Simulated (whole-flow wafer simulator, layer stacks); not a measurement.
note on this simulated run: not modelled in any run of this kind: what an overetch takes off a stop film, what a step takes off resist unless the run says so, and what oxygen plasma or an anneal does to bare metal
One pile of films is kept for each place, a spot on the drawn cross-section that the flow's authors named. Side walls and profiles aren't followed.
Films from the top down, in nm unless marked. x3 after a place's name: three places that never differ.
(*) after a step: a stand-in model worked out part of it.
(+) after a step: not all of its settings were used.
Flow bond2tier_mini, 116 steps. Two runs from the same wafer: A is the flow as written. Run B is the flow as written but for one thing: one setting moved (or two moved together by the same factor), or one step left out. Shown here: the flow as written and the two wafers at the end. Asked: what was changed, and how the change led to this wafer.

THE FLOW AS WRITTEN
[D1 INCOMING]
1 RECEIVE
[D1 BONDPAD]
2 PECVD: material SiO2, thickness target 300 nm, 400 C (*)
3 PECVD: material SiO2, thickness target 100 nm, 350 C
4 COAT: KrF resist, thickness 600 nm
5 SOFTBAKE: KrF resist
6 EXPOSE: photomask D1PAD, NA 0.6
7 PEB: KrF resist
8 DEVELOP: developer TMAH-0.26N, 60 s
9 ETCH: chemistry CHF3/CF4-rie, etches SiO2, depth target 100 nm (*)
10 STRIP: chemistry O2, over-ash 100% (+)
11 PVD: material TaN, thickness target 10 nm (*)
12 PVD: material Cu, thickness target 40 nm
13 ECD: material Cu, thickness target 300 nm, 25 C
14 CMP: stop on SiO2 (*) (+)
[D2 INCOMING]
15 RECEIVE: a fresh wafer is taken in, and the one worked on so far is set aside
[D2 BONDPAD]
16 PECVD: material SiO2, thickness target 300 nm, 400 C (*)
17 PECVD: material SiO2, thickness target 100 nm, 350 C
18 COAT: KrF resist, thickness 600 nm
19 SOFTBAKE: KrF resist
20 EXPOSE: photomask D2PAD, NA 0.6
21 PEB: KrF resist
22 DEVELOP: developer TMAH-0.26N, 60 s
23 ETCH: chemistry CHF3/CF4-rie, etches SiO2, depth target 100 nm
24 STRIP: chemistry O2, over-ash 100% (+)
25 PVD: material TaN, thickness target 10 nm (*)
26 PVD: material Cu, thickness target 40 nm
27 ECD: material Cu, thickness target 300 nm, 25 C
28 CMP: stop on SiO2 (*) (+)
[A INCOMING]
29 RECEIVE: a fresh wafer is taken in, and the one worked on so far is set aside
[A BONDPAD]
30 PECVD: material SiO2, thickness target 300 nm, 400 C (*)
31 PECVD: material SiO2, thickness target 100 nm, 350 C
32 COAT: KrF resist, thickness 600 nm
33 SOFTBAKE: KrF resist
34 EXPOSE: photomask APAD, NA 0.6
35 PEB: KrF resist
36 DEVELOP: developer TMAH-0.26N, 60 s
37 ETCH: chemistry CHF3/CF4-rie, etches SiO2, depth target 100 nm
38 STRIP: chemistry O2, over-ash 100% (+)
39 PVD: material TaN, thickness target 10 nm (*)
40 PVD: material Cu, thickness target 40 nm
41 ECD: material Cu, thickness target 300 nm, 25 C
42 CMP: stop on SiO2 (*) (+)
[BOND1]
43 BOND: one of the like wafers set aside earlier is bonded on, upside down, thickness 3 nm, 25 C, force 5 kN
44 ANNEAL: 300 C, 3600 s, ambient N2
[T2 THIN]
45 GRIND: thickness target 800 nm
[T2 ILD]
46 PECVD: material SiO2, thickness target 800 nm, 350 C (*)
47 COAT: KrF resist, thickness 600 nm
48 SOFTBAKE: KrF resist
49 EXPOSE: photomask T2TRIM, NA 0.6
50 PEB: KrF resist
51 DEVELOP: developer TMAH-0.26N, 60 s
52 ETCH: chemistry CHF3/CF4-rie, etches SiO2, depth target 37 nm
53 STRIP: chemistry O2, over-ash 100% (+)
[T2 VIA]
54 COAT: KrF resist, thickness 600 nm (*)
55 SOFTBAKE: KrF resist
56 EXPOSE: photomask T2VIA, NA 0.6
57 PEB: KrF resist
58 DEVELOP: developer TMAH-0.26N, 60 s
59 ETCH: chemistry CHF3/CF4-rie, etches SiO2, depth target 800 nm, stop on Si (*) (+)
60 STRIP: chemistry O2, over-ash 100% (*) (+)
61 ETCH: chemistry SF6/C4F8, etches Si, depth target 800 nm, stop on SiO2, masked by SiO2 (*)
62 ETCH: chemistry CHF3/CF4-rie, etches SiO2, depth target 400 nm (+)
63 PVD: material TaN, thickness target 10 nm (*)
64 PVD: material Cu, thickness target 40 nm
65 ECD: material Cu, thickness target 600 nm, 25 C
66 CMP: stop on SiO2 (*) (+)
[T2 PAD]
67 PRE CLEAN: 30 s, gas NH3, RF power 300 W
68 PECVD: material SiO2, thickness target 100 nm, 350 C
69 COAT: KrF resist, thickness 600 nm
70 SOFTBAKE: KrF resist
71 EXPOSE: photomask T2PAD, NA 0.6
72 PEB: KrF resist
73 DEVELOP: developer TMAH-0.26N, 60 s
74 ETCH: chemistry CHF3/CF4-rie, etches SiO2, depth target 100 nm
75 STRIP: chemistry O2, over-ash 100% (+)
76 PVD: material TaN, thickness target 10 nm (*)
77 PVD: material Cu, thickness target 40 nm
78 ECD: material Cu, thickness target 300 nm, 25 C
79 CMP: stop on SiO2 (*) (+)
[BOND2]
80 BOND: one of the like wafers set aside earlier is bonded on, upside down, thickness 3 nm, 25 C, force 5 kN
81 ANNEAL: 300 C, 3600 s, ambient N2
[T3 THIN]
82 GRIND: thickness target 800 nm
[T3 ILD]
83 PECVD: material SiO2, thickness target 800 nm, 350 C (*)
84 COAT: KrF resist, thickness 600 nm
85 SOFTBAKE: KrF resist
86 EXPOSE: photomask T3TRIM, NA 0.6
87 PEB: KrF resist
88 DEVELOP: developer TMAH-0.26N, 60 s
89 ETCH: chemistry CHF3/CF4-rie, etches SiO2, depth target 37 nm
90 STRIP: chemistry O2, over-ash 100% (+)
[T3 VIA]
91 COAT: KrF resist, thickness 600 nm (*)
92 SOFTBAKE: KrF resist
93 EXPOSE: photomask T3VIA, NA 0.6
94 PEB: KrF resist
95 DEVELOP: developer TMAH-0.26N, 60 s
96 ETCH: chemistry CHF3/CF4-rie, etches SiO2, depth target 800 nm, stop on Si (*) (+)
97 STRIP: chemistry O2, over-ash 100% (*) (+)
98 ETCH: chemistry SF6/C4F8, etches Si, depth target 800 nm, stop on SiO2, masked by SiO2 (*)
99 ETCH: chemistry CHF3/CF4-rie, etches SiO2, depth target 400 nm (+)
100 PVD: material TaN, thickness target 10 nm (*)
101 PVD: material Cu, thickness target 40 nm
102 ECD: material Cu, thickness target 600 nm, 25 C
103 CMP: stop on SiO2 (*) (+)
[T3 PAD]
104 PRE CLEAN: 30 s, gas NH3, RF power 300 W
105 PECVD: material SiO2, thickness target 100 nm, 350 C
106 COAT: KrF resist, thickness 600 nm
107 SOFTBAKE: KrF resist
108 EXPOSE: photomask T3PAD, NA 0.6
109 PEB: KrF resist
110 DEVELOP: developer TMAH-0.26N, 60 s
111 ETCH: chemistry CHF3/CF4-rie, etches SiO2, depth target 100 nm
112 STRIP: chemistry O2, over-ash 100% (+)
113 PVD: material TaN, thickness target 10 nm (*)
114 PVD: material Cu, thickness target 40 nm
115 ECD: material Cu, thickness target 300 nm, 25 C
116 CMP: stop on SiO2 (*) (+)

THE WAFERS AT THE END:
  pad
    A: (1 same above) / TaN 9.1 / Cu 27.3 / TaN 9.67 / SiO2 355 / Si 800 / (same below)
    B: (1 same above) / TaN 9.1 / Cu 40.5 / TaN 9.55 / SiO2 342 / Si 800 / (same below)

The cause: step 89, ETCH: depth target 50 nm was run, where the flow has depth target 37 nm.

How the change led to this, step by step:
  89 ETCH: chemistry CHF3/CF4-rie, etches SiO2, depth target 37 nm
      field: A KrF resist -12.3 | B KrF resist -16.7
      pad: A SiO2 -37 | B SiO2 -50
  102 ECD: material Cu, thickness target 600 nm, 25 C
      pad: A Cu +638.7 | B Cu +652.3
